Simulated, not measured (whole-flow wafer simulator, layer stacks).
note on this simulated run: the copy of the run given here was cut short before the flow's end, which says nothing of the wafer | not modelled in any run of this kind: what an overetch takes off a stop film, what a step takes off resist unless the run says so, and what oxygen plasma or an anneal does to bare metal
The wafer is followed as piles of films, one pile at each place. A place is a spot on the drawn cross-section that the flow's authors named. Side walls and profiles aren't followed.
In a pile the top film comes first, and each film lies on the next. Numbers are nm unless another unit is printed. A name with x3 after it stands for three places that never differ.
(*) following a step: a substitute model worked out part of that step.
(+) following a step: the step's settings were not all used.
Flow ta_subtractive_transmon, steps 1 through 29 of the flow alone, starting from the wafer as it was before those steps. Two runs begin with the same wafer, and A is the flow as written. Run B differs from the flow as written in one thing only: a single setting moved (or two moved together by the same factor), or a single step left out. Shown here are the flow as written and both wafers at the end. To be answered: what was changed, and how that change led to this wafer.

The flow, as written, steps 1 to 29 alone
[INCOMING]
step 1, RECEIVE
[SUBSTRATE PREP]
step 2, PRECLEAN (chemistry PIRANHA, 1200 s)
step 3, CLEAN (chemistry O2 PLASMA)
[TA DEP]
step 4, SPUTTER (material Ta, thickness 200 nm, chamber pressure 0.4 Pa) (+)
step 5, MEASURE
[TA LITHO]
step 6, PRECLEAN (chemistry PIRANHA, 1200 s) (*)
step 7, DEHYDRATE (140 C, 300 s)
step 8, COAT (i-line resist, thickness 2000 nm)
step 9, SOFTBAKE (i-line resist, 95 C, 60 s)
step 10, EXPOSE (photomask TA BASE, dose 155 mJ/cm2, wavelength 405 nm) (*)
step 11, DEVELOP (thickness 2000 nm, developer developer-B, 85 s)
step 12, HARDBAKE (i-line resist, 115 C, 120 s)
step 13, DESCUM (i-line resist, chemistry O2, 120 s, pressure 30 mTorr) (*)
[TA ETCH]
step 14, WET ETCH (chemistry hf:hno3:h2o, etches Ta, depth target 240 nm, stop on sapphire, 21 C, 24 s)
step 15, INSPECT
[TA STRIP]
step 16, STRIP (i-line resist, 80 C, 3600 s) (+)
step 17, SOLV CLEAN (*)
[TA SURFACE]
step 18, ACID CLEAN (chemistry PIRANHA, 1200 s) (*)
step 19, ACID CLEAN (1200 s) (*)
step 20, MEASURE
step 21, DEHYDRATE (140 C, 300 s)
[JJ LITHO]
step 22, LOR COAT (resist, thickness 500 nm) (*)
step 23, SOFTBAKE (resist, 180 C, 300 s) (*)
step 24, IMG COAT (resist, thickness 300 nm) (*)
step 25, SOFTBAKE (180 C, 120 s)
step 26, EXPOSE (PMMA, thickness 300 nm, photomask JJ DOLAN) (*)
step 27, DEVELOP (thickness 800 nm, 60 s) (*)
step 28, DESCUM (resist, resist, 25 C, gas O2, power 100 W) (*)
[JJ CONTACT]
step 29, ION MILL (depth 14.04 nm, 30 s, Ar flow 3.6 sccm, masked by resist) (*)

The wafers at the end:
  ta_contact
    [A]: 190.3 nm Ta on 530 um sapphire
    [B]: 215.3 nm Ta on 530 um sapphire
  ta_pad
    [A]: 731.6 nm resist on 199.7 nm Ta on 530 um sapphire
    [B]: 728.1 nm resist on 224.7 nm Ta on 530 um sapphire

The reason: step 4, SPUTTER: thickness 225 nm was run, whereas the flow has thickness 200 nm.

How this came from the change, step by step:
  step 4, SPUTTER (material Ta, thickness 200 nm, chamber pressure 0.4 Pa) (+)
      field x2, jj_line, lead, ta_contact, ta_pad: A +200 Ta (new film) | B +225 Ta (new film)
  step 14, WET ETCH (chemistry hf:hno3:h2o, etches Ta, depth target 240 nm, stop on sapphire, 21 C, 24 s)
      field x2, jj_line, lead: A -200 Ta (all of it) | B -225 Ta (all of it)
